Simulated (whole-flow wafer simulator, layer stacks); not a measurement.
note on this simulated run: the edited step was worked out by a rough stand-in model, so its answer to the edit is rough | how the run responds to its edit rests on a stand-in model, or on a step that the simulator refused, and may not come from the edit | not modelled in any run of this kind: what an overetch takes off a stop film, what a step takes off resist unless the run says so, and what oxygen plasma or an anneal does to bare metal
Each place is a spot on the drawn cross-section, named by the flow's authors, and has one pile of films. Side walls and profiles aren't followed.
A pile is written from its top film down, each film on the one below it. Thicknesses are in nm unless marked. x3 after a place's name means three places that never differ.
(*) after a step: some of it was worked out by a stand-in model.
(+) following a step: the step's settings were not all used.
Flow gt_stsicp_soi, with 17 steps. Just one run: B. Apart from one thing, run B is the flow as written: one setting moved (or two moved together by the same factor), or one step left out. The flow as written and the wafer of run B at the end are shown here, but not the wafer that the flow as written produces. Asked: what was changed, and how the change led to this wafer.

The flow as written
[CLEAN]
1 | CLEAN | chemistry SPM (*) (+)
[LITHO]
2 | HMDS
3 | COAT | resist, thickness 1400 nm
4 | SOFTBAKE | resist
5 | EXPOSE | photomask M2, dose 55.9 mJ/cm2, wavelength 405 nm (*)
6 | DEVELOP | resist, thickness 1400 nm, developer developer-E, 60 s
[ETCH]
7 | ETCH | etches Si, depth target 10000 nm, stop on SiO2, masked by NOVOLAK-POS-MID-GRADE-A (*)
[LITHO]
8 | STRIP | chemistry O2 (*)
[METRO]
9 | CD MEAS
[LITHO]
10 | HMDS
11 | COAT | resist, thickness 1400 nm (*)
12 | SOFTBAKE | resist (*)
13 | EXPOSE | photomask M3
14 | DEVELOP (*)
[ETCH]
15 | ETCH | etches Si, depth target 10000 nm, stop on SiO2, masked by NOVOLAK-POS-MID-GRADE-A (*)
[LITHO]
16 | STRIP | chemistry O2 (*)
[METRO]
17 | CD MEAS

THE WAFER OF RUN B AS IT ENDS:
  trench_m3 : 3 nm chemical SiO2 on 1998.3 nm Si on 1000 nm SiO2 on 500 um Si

The reason: step 15, ETCH: depth target 8000 nm was run, while the flow as written has depth target 10000 nm.

How this came from the change, step by step:
  15 | ETCH | etches Si, depth target 10000 nm, stop on SiO2, masked by NOVOLAK-POS-MID-GRADE-A (*)
      trench_m3: chemical SiO2 loses 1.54 (all of it), Si loses 8000 (in the flow as written it would be: chemical SiO2 loses 1.54 (all of it), Si loses 9999.6 (all of it))
      field, trench_m2: resist loses 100 (in the flow as written it would be: resist loses 125)
  16 | STRIP | chemistry O2 (*)
      trench_m3: chemical SiO2 gains 3 (new film), Si loses 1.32 (in the flow as written it would be: nothing)
      field: resist loses 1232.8 (all of it), chemical SiO2 gains 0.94, Si loses 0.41 (in the flow as written it would be: resist loses 1207.8 (all of it), chemical SiO2 gains 0.94, Si loses 0.41)
